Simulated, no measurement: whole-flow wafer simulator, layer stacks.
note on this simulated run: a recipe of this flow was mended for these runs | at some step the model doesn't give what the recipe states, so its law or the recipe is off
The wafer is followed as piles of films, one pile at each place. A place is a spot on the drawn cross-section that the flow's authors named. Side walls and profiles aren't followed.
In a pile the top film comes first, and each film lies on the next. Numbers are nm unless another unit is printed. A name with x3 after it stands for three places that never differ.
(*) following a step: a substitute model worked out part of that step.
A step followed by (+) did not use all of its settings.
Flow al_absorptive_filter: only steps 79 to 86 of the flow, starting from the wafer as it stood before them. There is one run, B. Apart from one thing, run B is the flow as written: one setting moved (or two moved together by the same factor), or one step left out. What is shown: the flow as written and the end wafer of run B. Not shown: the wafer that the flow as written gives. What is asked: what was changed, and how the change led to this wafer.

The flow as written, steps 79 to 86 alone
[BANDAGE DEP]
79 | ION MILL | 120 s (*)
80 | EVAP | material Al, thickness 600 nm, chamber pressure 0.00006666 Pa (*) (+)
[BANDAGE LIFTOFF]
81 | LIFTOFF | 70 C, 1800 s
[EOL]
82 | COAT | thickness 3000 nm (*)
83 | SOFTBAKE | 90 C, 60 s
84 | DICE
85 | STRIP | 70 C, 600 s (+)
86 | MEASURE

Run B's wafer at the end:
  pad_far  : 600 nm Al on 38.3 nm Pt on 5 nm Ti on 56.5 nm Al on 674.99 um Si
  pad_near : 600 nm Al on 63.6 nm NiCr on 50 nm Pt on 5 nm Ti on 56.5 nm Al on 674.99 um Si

Cause: step 79, ION MILL: 96 s was run, though the flow has 120 s.

The path from the change to this, step by step:
  79 | ION MILL | 120 s (*)
      gnd, ledge, res and 9 more: i-line-resist loses 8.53 (as written it would have been: i-line-resist loses 10.7)
      pad_far: Pt loses 11.7 (as written it would have been: Pt loses 14.7)
      (also at 1 further place)
